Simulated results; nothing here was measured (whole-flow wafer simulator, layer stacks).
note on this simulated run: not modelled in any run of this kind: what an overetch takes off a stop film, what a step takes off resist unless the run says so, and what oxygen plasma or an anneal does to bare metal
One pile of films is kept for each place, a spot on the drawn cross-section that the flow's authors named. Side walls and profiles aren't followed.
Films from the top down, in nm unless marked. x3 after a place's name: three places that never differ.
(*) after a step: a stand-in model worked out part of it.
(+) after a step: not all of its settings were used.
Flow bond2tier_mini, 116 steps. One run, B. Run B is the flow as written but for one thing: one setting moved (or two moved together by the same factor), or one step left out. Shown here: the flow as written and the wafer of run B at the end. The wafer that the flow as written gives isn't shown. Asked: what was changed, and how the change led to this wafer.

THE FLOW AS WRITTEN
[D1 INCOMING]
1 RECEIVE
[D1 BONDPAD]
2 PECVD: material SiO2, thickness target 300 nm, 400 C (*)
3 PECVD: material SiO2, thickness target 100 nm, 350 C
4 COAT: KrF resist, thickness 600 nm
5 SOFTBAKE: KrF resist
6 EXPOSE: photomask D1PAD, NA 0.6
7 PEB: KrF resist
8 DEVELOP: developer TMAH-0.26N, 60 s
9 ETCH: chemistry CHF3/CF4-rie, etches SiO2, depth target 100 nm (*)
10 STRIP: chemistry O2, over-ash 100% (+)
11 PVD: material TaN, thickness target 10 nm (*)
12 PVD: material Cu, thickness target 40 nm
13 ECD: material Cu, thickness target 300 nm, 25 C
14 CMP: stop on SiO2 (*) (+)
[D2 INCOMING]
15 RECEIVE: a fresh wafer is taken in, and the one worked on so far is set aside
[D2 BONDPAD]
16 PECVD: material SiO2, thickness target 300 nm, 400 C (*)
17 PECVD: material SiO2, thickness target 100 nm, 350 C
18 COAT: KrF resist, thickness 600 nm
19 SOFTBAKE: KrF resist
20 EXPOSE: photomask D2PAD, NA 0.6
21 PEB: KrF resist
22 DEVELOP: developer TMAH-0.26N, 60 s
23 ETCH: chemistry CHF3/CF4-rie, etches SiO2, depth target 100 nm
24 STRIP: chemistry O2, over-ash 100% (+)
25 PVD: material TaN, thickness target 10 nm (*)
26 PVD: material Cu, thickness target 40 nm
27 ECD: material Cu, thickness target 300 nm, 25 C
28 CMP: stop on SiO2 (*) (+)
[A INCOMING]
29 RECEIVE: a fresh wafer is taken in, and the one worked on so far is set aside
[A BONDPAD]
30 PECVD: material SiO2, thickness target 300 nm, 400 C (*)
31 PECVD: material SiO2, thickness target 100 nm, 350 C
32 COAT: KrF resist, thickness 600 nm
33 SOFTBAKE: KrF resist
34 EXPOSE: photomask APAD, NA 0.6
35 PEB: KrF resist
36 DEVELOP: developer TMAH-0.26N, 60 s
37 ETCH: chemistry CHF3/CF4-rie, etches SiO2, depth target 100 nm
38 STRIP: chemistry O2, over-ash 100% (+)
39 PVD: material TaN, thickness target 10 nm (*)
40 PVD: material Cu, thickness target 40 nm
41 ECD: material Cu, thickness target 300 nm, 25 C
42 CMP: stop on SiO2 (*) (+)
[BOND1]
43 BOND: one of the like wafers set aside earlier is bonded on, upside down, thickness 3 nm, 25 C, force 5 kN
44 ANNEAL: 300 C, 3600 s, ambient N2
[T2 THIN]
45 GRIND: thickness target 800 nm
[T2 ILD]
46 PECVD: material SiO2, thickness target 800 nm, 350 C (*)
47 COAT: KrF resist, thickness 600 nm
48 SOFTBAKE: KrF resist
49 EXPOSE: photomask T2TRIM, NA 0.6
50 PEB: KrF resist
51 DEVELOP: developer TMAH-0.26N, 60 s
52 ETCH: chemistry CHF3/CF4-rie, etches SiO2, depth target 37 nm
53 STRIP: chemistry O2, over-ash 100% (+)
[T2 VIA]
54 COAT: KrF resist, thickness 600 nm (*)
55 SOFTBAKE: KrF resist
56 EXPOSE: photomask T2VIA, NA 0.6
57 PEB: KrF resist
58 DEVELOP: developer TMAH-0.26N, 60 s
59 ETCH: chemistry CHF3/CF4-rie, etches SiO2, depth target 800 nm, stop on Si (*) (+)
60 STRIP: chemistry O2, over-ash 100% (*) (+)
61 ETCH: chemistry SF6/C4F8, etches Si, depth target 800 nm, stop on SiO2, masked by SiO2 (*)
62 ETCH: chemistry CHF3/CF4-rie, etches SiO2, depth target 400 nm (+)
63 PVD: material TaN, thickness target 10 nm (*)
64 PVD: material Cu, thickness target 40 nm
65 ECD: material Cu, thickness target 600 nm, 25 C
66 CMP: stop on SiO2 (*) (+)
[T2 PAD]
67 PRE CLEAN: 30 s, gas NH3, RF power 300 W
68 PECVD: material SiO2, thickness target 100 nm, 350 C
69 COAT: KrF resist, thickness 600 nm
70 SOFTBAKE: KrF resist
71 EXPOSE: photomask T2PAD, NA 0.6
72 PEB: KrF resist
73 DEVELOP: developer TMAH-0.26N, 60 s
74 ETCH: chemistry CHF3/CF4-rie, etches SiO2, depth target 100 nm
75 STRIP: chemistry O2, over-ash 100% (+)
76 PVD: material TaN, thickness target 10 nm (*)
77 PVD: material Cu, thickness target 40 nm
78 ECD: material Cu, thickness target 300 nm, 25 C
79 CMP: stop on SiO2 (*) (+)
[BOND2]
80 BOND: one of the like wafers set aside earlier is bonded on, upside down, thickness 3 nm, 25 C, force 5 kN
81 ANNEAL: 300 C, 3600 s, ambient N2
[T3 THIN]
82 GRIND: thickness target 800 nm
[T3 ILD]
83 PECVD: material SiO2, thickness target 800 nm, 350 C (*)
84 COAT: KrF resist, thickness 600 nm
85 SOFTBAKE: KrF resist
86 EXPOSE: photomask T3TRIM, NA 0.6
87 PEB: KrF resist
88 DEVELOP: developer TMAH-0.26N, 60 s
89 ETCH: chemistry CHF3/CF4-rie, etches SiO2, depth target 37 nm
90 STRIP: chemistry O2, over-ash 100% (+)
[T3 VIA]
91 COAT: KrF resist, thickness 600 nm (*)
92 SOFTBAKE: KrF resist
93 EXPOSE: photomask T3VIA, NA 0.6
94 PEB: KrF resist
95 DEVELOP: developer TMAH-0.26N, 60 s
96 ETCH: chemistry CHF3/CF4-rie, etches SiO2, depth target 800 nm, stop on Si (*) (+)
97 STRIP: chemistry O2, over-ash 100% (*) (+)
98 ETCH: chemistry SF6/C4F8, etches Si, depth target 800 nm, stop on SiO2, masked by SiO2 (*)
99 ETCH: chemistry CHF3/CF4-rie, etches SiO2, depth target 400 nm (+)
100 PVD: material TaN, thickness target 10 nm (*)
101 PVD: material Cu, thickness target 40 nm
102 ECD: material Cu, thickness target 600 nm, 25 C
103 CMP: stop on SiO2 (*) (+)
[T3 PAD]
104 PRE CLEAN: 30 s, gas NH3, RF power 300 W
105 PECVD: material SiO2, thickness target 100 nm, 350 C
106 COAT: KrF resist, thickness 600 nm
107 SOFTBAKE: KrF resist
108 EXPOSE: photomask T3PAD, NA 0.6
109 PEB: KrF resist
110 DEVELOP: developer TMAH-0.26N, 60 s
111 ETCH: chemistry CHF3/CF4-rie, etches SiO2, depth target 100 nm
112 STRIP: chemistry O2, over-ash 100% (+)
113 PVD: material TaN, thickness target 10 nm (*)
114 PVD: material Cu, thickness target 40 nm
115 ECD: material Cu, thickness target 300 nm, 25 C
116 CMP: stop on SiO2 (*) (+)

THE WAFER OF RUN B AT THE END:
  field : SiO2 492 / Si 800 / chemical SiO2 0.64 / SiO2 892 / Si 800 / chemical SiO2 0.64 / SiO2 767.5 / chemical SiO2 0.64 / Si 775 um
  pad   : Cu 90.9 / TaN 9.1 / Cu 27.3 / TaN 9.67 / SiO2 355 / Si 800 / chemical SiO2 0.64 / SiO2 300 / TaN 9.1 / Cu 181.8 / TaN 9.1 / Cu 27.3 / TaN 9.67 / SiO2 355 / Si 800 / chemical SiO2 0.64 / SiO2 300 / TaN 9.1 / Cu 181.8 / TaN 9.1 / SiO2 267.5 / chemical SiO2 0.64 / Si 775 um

The cause: step 31, PECVD: thickness target 67.5 nm was run, where the flow has thickness target 100 nm.

How the change led to this, step by step:
  31 PECVD: material SiO2, thickness target 100 nm, 350 C
      field, pad, via: SiO2 +67.5 (as written it would be: SiO2 +100)
